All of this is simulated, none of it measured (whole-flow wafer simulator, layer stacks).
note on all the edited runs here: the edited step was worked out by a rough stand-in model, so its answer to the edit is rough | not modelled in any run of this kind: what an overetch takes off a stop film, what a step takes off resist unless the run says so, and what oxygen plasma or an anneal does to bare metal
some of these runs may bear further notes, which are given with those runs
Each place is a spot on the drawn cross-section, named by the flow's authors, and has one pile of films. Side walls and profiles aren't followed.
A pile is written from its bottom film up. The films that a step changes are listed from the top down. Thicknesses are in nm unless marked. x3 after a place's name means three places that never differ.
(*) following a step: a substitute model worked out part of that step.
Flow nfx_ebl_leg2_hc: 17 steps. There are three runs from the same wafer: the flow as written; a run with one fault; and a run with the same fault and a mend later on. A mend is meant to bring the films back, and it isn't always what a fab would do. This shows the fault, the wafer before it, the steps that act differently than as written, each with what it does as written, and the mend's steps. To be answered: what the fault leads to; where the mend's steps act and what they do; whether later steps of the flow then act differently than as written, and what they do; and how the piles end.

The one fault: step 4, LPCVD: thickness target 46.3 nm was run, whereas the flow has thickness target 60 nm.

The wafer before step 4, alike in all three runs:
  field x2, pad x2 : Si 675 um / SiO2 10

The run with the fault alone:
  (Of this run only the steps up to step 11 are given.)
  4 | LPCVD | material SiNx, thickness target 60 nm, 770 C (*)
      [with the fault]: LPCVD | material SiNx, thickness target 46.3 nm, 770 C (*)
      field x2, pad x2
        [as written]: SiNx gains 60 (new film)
        [with the fault]: SiNx gains 46.3 (new film)
  Every later step of the flow up to step 11 that is run acts as written at every place that is followed.
  The piles after step 11 differ from the flow's at field x2, pad x2 by more than 2% or 0.5 nm, whichever is larger.
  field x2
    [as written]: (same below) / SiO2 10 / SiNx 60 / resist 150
    [with the fault]: (same below) / SiO2 10 / SiNx 46.3 / resist 150
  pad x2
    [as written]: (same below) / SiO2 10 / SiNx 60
    [with the fault]: (same below) / SiO2 10 / SiNx 46.3

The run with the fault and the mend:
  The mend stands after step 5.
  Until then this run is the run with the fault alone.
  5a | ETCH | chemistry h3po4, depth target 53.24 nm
      field x2, pad x2
        SiNx loses 46.3 (all of it)
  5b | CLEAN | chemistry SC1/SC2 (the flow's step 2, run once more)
      alters no film at any place that is followed
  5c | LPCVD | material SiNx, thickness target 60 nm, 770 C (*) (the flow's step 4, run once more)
      field x2, pad x2
        SiNx gains 60 (new film)
  Every later step of the flow that is run acts as written at every place that is followed.
  By the end, the piles equal the flow's at every place that both follow.
